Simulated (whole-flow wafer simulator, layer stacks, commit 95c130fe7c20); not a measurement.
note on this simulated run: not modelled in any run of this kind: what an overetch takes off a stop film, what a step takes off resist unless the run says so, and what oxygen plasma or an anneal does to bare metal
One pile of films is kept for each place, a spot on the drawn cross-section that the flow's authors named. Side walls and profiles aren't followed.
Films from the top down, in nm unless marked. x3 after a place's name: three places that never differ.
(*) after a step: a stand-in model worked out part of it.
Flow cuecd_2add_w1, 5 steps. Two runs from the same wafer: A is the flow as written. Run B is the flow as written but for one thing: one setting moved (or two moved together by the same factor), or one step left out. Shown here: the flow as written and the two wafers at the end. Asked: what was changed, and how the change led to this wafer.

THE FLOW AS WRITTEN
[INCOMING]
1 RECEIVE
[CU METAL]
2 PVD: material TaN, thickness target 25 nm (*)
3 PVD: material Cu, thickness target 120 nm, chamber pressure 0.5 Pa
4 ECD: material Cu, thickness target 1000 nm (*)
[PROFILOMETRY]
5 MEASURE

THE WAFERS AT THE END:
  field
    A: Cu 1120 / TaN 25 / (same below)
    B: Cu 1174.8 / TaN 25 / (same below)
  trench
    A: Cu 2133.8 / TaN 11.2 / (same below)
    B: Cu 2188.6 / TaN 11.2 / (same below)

The cause: step 3, PVD: thickness target 174.8 nm was run, where the flow has thickness target 120 nm.

How the change led to this, step by step:
  3 PVD: material Cu, thickness target 120 nm, chamber pressure 0.5 Pa
      field: A Cu +120 (new film) | B Cu +174.8 (new film)
      trench: A Cu +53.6 (new film) | B Cu +76.7 (new film)
